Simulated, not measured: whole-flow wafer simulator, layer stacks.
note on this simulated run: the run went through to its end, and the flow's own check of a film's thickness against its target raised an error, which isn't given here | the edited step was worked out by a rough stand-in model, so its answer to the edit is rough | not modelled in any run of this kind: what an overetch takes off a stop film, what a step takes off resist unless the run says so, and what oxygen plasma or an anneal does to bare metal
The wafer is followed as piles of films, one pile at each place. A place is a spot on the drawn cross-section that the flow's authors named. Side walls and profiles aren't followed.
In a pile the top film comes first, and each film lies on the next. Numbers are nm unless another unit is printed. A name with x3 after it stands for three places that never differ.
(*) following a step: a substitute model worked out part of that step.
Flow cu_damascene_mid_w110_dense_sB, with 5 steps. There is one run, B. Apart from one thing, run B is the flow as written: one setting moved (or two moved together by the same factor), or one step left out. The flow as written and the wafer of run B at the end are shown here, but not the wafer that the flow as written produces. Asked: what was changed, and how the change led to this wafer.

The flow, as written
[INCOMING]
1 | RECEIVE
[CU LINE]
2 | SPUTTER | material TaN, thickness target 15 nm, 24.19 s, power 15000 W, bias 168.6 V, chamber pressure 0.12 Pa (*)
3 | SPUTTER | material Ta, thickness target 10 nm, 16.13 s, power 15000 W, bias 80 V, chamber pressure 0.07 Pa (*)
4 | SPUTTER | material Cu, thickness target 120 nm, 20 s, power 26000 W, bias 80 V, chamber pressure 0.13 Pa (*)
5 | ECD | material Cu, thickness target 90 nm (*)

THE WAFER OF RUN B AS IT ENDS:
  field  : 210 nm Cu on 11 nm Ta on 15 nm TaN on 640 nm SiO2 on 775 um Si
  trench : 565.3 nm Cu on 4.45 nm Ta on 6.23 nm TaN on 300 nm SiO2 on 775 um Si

Cause: step 3, SPUTTER: thickness target 11 nm was run, though the flow has thickness target 10 nm; step 3, SPUTTER: 17.74 s was run, where the flow has 16.13 s.
The wafer itself shows it: field has Ta 11, and step 3 as written asks for 10 nm.

The path from the change to this, step by step:
  3 | SPUTTER | material Ta, thickness target 10 nm, 16.13 s, power 15000 W, bias 80 V, chamber pressure 0.07 Pa (*)
      field: Ta gains 11 (new film) (as written it would have been: Ta gains 10 (new film))
